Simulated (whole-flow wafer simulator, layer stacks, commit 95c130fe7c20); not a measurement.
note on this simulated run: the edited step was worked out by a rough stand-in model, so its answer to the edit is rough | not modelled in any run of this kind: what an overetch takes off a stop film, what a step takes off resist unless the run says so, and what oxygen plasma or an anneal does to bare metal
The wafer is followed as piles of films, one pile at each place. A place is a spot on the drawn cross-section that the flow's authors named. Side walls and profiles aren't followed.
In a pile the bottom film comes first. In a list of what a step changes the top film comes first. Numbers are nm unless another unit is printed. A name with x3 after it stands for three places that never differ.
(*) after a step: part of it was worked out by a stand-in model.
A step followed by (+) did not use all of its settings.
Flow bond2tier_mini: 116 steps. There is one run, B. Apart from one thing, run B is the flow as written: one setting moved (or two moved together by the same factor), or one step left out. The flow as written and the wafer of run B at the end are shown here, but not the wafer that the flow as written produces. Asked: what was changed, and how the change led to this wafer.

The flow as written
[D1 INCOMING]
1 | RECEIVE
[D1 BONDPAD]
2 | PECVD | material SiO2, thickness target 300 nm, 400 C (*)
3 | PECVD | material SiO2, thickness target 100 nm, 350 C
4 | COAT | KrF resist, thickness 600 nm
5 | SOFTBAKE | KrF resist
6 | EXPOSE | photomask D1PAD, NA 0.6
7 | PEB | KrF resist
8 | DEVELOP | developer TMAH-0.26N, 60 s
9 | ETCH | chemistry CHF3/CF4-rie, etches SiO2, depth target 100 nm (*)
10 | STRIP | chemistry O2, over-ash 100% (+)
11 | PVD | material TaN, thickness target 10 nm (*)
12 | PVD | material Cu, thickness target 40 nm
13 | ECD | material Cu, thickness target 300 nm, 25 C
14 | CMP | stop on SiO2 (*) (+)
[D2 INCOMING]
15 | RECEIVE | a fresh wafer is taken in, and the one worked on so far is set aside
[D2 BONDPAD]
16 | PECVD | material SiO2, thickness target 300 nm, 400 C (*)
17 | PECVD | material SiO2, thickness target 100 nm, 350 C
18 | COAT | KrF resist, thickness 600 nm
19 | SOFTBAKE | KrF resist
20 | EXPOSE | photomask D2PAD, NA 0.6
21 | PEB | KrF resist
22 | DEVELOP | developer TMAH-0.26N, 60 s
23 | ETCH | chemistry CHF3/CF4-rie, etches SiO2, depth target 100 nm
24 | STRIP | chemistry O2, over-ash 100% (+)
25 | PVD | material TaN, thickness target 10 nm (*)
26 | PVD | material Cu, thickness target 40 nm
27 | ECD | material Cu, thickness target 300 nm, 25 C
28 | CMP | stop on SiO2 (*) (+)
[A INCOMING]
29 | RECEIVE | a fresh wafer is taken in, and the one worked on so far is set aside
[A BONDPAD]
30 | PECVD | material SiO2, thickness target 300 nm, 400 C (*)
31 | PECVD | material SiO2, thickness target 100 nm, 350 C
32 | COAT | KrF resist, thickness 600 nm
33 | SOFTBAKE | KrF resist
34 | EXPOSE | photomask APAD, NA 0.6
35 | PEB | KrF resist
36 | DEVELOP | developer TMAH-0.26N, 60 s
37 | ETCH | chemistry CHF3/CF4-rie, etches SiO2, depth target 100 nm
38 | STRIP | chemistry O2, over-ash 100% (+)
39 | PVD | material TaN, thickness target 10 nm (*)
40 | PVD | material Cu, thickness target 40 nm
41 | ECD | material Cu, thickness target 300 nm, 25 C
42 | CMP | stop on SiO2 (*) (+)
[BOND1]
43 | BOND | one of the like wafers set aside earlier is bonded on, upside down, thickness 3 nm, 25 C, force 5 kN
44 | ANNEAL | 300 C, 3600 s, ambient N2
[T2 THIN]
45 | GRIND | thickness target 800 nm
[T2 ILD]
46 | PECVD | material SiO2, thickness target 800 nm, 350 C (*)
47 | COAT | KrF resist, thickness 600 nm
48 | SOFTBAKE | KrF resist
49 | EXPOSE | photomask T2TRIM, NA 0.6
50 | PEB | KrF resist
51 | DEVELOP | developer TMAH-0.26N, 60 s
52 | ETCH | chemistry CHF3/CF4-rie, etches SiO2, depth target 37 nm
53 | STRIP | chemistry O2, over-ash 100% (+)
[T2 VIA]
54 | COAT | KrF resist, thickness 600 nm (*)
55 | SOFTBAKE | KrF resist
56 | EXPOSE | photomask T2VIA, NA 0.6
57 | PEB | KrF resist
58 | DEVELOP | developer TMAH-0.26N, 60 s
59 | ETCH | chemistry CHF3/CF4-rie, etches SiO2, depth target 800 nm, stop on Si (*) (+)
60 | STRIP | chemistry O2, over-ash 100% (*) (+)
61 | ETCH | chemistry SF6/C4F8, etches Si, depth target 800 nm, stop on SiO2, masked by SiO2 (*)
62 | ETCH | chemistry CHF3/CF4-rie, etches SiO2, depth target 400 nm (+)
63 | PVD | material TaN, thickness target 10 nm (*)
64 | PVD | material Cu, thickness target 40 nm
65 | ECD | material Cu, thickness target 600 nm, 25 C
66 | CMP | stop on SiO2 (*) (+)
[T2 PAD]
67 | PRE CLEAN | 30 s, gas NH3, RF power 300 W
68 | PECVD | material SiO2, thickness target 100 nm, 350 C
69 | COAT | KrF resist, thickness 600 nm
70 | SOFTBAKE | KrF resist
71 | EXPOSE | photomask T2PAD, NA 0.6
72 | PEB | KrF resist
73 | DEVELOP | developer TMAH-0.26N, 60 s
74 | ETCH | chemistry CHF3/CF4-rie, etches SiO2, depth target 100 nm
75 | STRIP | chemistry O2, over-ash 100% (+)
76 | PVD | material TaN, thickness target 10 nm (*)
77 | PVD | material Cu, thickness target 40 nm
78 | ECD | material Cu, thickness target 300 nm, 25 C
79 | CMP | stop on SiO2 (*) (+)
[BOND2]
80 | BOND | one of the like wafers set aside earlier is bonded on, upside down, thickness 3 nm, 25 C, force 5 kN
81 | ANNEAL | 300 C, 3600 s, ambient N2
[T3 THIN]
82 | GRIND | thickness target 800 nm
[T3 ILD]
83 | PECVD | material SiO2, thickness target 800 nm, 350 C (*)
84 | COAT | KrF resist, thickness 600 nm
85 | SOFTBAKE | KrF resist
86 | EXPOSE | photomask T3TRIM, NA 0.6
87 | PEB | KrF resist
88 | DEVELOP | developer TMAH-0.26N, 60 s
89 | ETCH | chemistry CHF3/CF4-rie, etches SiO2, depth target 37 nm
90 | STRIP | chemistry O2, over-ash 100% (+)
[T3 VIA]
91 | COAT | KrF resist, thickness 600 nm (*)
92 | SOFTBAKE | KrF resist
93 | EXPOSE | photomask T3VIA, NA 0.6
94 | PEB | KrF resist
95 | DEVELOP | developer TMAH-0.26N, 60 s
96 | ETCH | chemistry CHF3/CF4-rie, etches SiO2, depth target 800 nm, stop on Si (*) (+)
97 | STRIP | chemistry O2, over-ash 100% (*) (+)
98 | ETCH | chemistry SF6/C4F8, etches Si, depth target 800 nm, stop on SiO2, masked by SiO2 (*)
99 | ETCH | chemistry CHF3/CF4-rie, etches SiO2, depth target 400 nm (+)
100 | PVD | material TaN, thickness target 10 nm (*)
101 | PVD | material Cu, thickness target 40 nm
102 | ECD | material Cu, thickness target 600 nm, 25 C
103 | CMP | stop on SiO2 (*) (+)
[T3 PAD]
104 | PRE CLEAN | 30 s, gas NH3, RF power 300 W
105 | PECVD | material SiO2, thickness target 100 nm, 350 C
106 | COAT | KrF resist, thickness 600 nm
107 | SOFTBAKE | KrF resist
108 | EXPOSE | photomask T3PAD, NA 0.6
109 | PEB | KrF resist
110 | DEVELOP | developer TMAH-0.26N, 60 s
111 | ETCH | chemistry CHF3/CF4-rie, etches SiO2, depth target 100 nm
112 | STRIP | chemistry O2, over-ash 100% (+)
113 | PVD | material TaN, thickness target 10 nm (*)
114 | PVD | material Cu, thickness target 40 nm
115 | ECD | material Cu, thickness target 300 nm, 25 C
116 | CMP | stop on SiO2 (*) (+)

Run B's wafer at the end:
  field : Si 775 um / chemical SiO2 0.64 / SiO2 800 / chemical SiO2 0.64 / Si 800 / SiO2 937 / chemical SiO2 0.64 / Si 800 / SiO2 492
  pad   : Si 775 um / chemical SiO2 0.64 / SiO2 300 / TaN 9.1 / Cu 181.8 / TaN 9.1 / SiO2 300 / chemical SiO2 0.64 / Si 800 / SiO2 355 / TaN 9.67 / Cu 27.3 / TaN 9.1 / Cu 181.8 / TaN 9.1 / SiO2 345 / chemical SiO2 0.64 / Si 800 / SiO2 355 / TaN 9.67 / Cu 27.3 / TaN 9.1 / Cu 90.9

Cause: step 16, PECVD: thickness target 345 nm was run, whereas the flow has thickness target 300 nm.
The wafer itself shows it: pad has SiO2 345, and step 16 as written asks for 300 nm.

How this came from the change, step by step:
  16 | PECVD | material SiO2, thickness target 300 nm, 400 C (*)
      field, pad, via: +345 SiO2 (new film) (as written it would have been: +300 SiO2 (new film))
  80 | BOND | one of the like wafers set aside earlier is bonded on, upside down, thickness 3 nm, 25 C, force 5 kN
      field: +775 um Si (new film), +0.64 chemical SiO2 (new film), +445 SiO2 (as written it would have been: +775 um Si (new film), +0.64 chemical SiO2 (new film), +400 SiO2)
      pad: +775 um Si (new film), +0.64 chemical SiO2 (new film), +345 SiO2 (new film), +9.1 TaN (new film), +90.9 Cu (as written it would have been: +775 um Si (new film), +0.64 chemical SiO2 (new film), +300 SiO2 (new film), +9.1 TaN (new film), +90.9 Cu)
